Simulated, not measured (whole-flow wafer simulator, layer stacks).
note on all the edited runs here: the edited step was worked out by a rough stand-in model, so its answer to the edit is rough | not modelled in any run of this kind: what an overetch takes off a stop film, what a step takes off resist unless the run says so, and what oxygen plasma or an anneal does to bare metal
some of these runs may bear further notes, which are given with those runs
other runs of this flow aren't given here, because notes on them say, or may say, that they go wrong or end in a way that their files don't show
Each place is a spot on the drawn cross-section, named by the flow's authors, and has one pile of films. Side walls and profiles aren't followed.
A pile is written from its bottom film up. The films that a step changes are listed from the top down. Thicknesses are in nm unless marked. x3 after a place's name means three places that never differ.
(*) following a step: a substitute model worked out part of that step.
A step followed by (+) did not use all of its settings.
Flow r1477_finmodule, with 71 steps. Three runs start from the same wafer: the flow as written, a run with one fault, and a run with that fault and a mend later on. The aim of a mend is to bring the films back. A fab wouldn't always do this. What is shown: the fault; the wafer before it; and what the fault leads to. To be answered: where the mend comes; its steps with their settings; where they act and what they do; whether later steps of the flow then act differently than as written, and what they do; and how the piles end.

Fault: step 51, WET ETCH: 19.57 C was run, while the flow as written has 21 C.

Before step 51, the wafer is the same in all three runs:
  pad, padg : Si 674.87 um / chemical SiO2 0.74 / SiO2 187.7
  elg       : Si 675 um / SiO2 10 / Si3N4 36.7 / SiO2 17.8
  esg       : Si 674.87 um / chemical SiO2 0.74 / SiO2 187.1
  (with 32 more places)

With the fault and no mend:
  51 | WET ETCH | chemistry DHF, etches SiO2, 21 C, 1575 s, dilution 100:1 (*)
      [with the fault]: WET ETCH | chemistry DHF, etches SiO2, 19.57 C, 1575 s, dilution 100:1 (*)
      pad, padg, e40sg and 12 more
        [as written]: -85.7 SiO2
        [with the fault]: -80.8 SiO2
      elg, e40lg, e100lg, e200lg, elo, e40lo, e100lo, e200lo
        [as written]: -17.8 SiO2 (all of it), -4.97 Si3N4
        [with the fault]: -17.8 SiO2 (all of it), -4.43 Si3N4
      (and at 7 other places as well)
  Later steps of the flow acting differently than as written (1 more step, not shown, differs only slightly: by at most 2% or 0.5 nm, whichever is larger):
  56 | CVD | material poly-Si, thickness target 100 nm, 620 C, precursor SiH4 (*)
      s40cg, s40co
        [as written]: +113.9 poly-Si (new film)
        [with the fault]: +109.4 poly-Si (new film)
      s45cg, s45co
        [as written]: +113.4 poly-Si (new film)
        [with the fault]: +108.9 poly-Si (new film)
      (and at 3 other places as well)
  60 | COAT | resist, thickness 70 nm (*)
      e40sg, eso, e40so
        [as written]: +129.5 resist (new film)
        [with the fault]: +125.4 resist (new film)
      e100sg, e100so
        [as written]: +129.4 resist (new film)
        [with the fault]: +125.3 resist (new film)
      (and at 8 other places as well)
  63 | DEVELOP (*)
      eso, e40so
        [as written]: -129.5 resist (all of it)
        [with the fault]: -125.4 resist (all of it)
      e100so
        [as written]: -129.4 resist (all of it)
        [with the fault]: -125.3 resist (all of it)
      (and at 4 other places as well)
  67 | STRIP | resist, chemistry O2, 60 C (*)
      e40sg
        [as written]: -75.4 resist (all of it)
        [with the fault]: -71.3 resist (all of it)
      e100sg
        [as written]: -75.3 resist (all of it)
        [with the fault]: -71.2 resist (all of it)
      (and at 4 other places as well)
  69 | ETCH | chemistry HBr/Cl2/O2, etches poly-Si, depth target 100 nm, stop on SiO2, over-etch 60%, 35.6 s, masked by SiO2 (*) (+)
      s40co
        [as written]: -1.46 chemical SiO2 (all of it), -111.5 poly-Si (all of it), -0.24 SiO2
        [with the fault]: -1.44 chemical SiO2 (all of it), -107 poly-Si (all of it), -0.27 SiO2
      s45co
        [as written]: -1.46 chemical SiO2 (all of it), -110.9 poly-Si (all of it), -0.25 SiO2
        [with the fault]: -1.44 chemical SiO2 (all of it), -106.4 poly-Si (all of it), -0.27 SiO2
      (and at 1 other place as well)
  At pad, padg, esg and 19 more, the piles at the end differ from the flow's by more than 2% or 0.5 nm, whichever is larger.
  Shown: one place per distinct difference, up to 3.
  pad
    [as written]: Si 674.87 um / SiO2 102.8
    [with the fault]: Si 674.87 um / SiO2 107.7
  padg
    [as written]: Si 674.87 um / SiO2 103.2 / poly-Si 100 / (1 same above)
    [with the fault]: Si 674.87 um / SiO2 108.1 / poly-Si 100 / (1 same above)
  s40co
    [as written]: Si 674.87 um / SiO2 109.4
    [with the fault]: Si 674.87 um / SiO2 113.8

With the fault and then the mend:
  The mend follows step 51.
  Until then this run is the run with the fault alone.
  51a | WET ETCH | chemistry DHF, etches SiO2, 21 C, 88.01 s, dilution 100:1 (*) (the flow's step 51 again, with other settings)
      pad, padg, e40sg and 12 more
        -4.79 SiO2
      elg, e40lg, e100lg, e200lg, elo, e40lo, e100lo, e200lo
        -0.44 Si3N4
      esg, s40cg, s45cg, s50cg, s40co, s45co, s50co
        -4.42 SiO2
  Every later step of the flow that is run acts as written, at every place that is followed, to within 2% or 0.5 nm, whichever is larger.
  When the end is reached, the piles differ only a little from the flow's at the places that both follow, at most by 2% or 0.5 nm, whichever is larger.
